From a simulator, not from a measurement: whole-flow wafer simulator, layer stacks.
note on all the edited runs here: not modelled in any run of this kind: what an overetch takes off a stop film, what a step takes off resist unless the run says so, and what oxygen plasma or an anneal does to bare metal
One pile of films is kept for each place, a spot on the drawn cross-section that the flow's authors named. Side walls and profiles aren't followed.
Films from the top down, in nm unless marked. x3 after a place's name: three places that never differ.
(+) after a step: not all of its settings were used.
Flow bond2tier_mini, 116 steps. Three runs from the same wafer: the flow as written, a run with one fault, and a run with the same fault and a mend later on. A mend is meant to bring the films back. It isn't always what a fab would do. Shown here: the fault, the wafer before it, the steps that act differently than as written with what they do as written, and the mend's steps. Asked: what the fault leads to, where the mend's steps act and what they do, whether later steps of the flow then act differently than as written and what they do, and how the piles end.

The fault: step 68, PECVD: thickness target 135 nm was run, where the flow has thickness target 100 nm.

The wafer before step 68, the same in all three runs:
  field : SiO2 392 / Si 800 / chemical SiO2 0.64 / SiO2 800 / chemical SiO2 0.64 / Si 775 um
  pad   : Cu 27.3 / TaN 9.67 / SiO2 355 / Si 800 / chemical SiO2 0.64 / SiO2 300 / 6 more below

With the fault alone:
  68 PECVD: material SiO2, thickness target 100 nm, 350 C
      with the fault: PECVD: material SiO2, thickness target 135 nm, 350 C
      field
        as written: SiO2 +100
        with the fault: SiO2 +135
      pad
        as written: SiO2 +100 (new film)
        with the fault: SiO2 +135 (new film)
  Later steps of the flow that act differently than as written:
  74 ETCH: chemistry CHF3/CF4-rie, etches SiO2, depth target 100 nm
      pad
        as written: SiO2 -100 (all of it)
        with the fault: SiO2 -100
  At the end the piles differ from the flow's by more than 2% or 0.5 nm, whichever is larger, at field, pad.
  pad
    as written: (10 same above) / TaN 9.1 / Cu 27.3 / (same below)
    with the fault: (10 same above) / TaN 9.1 / SiO2 35 / Cu 27.3 / (same below)
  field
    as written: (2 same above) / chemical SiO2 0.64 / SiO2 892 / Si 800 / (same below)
    with the fault: (2 same above) / chemical SiO2 0.64 / SiO2 927 / Si 800 / (same below)

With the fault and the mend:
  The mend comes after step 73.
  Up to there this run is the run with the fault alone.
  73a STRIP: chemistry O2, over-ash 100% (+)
      field
        KrF resist -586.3 (all of it)
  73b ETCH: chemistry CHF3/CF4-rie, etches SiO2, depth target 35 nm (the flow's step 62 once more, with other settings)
      field, pad
        SiO2 -35
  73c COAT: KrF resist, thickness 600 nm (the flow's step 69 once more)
      field, pad
        KrF resist +600 (new film)
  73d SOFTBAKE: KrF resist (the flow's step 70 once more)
      changes no film at any place that is followed
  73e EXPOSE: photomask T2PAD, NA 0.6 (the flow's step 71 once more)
      changes no film at any place that is followed
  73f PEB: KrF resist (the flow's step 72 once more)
      changes no film at any place that is followed
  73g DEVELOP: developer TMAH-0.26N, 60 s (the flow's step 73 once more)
      field
        KrF resist -13.7
      pad
        KrF resist -600 (all of it)
  No later step of the flow acts differently than as written at any place that is followed.
  At the end the piles are the same as the flow's at every place that both follow.
